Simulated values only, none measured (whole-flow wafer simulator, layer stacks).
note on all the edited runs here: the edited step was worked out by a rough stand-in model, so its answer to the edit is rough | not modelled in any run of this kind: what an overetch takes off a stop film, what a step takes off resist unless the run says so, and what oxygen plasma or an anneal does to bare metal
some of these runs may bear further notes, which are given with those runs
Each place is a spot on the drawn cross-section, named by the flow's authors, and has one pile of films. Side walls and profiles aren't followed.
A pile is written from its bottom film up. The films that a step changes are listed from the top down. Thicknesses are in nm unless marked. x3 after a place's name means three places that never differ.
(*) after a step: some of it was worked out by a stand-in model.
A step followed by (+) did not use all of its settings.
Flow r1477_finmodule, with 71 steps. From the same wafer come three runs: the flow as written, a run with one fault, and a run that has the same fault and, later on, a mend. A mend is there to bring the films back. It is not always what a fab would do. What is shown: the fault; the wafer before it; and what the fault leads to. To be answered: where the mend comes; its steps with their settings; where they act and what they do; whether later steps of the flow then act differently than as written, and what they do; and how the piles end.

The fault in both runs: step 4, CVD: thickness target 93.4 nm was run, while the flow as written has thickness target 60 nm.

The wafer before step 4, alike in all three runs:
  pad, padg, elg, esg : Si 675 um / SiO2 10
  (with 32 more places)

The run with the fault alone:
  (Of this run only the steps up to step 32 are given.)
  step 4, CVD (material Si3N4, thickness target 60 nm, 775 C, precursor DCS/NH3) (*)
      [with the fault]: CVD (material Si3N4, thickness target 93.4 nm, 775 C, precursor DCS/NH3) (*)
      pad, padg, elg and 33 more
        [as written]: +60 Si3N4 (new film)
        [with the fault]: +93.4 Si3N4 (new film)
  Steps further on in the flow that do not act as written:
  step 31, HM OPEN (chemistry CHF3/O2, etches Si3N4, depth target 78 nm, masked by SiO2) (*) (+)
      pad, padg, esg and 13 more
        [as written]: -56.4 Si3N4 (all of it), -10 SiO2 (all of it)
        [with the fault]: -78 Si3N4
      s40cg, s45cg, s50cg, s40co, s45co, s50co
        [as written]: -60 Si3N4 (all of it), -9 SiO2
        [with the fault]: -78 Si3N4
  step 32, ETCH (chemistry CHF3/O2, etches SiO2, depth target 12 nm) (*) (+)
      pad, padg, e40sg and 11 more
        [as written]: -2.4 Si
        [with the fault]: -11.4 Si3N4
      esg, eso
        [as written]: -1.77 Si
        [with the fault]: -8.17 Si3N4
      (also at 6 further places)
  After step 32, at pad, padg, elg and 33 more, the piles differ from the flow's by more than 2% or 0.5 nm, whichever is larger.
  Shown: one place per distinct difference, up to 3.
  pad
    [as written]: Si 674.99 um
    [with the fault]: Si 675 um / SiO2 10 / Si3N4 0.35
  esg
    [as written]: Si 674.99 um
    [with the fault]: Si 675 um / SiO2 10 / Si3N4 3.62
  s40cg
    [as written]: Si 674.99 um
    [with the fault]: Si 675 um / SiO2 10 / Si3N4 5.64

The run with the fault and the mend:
  After step 5 comes the mend.
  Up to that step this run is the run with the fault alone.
  step 5a, ETCH (chemistry h3po4, depth target 107.4 nm)
      pad, padg, elg and 33 more
        -93.4 Si3N4 (all of it)
  step 5b, CLEAN (chemistry SC1/SC2) (the flow's step 2 again)
      leaves every film unchanged at each place that is followed
  step 5c, CVD (material Si3N4, thickness target 60 nm, 775 C, precursor DCS/NH3) (*) (the flow's step 4 again)
      pad, padg, elg and 33 more
        +60 Si3N4 (new film)
  Every later step of the flow that is run acts as written at every place that is followed.
  By the end, the piles equal the flow's at every place that both follow.
